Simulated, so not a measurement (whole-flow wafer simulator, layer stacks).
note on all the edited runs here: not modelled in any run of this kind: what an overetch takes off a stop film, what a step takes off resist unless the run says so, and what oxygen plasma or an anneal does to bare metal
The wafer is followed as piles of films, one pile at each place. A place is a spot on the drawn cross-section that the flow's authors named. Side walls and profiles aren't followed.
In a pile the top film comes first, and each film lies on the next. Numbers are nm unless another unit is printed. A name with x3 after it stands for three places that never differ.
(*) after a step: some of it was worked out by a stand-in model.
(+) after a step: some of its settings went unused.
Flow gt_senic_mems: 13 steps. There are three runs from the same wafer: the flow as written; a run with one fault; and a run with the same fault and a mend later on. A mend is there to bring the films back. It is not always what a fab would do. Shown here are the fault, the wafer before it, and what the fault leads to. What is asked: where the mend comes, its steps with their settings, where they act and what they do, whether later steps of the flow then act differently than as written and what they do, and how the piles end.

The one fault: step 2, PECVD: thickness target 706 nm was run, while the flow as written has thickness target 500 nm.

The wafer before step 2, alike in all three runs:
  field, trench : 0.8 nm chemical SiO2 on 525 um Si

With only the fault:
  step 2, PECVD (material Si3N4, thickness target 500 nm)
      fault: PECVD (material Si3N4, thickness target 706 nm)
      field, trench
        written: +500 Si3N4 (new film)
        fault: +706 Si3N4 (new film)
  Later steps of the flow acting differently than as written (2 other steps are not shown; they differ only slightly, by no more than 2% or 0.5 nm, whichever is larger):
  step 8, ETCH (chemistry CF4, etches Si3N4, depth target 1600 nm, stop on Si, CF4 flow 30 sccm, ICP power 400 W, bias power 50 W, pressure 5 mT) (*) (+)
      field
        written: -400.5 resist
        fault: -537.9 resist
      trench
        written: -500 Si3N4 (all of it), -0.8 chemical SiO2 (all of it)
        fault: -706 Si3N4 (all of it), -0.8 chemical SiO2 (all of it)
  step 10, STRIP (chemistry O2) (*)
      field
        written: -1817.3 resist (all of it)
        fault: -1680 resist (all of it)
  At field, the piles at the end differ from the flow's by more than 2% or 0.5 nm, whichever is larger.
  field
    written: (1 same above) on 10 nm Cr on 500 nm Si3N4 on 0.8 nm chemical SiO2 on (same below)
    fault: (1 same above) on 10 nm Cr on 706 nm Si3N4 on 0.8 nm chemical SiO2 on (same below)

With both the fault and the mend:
  After step 2 comes the mend.
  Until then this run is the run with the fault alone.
  step 2a, ETCH (chemistry h3po4, depth target 206 nm)
      field, trench
        -206 Si3N4
  Every later step of the flow that is run acts as written at every place that is followed.
  By the end, the piles equal the flow's at every place that both follow.
